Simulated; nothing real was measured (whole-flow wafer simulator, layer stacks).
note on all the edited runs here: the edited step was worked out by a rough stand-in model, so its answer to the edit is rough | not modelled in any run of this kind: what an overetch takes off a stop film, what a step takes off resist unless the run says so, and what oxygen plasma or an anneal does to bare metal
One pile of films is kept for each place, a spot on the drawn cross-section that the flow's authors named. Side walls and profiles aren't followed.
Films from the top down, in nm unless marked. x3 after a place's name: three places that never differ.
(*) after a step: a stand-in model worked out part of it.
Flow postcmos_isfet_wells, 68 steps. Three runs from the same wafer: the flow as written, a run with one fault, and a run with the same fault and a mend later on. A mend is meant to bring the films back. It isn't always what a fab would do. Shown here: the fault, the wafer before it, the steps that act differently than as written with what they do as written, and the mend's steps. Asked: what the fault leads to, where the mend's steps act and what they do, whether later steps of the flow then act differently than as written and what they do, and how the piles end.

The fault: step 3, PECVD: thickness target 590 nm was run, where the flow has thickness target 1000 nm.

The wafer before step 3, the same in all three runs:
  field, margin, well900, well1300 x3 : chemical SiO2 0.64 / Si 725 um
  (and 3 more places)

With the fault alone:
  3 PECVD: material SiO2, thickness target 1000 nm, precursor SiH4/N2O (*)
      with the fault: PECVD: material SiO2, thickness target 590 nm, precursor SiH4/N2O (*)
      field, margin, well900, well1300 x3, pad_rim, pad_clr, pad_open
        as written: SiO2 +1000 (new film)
        with the fault: SiO2 +590 (new film)
  No later step of the flow acts differently than as written at any place that is followed.
  At the end the piles differ from the flow's by more than 2% or 0.5 nm, whichever is larger, at field, margin, well900, well1300 x3, pad_rim, pad_clr, pad_open.
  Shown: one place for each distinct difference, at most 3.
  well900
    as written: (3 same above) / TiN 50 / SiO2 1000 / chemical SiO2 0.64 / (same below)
    with the fault: (3 same above) / TiN 50 / SiO2 590 / chemical SiO2 0.64 / (same below)
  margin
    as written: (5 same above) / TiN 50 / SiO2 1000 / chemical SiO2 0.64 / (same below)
    with the fault: (5 same above) / TiN 50 / SiO2 590 / chemical SiO2 0.64 / (same below)
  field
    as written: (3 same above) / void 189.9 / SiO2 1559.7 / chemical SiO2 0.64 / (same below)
    with the fault: (3 same above) / void 189.9 / SiO2 1149.7 / chemical SiO2 0.64 / (same below)

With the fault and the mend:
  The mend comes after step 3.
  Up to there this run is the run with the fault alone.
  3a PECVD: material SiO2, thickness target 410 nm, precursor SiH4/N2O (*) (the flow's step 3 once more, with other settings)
      field, margin, well900, well1300 x3, pad_rim, pad_clr, pad_open
        SiO2 +410
  No later step of the flow acts differently than as written at any place that is followed.
  At the end the piles are the same as the flow's at every place that both follow.
